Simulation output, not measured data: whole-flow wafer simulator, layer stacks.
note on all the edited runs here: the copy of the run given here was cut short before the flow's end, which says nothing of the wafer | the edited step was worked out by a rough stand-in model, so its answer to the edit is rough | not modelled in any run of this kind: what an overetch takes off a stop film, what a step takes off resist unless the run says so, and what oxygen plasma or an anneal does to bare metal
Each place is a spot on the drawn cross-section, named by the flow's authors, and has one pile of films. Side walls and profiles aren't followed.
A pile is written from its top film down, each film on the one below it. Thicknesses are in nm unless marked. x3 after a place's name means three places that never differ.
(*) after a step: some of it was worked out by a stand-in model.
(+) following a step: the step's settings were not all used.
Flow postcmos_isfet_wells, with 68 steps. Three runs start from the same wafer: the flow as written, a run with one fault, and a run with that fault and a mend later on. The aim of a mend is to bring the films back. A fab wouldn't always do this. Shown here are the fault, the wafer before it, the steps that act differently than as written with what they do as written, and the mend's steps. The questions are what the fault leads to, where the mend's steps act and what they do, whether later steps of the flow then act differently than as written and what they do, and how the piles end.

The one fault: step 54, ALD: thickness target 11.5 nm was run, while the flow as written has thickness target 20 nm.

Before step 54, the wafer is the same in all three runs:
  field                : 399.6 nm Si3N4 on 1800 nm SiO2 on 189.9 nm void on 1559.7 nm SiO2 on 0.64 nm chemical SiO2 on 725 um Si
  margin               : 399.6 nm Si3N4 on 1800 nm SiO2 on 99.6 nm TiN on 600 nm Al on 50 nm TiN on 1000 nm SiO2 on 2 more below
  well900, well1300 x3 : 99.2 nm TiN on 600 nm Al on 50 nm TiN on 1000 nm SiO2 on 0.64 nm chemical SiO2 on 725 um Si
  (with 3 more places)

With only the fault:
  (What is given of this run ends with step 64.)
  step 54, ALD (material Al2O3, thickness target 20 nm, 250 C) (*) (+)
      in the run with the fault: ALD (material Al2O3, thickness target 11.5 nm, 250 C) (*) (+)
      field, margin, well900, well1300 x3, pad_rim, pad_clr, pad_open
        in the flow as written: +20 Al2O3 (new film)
        in the run with the fault: +11.5 Al2O3 (new film)
  Every later step of the flow up to step 64 that is run acts as written, at every place that is followed, to within 2% or 0.5 nm, whichever is larger.
  The piles after step 64 differ from the flow's at field, margin, pad_rim, pad_clr, pad_open by more than 2% or 0.5 nm, whichever is larger.
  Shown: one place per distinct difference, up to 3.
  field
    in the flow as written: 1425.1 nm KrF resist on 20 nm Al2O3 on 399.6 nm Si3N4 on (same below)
    in the run with the fault: 1404.3 nm KrF resist on 11.5 nm Al2O3 on 399.6 nm Si3N4 on (same below)
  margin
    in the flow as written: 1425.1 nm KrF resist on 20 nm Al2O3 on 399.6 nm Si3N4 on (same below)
    in the run with the fault: 1404.2 nm KrF resist on 11.5 nm Al2O3 on 399.6 nm Si3N4 on (same below)
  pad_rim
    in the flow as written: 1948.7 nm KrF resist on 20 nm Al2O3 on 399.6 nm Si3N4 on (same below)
    in the run with the fault: 1948.1 nm KrF resist on 11.5 nm Al2O3 on 399.6 nm Si3N4 on (same below)

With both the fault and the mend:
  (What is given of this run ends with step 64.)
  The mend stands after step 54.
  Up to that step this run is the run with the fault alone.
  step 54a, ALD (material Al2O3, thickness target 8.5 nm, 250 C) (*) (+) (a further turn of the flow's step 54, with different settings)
      field, margin, well900, well1300 x3, pad_rim, pad_clr, pad_open
        +8.5 Al2O3
  Every later step of the flow up to step 64 that is run acts as written at every place that is followed.
  The piles after step 64 are the same as the flow's at every place that both follow.
